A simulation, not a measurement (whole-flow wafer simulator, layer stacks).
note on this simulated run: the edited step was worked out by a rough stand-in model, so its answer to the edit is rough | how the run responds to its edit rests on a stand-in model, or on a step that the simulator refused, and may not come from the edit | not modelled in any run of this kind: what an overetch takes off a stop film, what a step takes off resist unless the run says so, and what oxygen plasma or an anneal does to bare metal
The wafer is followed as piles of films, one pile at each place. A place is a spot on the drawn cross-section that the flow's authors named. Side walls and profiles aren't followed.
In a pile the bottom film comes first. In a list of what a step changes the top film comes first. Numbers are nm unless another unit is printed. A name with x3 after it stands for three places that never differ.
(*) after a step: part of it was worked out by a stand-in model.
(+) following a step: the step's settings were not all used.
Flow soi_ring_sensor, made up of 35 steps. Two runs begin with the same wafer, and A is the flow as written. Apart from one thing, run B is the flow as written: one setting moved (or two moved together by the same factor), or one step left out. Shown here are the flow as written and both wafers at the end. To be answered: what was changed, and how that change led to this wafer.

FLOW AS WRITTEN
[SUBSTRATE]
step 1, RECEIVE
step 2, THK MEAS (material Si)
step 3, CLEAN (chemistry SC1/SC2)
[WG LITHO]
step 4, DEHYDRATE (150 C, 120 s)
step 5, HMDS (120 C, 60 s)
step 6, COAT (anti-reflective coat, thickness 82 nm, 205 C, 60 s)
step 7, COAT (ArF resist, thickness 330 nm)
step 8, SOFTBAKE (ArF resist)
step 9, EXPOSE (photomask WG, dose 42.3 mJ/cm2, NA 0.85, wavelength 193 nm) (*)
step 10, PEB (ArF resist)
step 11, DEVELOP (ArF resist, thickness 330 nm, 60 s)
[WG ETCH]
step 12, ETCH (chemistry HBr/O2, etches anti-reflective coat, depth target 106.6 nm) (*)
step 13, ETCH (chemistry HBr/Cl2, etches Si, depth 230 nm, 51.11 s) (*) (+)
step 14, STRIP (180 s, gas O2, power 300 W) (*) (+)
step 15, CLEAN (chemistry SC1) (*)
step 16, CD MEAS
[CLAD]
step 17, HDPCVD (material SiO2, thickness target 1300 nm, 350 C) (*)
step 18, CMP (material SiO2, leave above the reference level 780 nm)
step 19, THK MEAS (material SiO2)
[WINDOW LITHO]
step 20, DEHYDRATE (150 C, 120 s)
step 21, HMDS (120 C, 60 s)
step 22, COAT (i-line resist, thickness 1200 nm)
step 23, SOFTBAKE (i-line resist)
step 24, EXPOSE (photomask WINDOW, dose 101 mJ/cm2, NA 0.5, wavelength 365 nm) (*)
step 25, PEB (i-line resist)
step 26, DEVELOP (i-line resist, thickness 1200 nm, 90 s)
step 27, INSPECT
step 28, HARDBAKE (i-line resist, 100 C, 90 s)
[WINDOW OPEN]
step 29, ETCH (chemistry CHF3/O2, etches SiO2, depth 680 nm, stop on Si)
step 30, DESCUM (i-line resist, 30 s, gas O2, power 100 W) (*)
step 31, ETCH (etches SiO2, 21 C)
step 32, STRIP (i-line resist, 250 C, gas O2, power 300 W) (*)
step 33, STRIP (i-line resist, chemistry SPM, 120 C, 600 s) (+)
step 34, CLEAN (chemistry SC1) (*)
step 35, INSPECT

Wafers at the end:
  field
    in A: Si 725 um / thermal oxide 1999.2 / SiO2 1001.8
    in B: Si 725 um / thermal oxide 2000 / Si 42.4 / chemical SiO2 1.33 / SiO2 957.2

Cause: step 13, ETCH: depth 177 nm was run, though the flow has depth 230 nm; step 13, ETCH: 39.35 s was run, where the flow has 51.11 s.

Step by step, how the change led to this:
  step 13, ETCH (chemistry HBr/Cl2, etches Si, depth 230 nm, 51.11 s) (*) (+)
      gap, window, field, gap_clad: A Si loses 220 (all of it), thermal oxide loses 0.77 | B Si loses 177
      core, core_clad: A ArF resist loses 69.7 | B ArF resist loses 53.7
  step 14, STRIP (180 s, gas O2, power 300 W) (*) (+)
      gap, window, field, gap_clad: A nothing | B chemical SiO2 gains 1.33 (new film), Si loses 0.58
      core, core_clad: A ArF resist loses 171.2 (all of it), anti-reflective coat loses 82 (all of it), chemical SiO2 gains 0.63, Si loses 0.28 | B ArF resist loses 187.2 (all of it), anti-reflective coat loses 82 (all of it), chemical SiO2 gains 0.62, Si loses 0.27
  step 18, CMP (material SiO2, leave above the reference level 780 nm)
      gap, window, field, gap_clad: A SiO2 loses 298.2 | B SiO2 loses 342.8
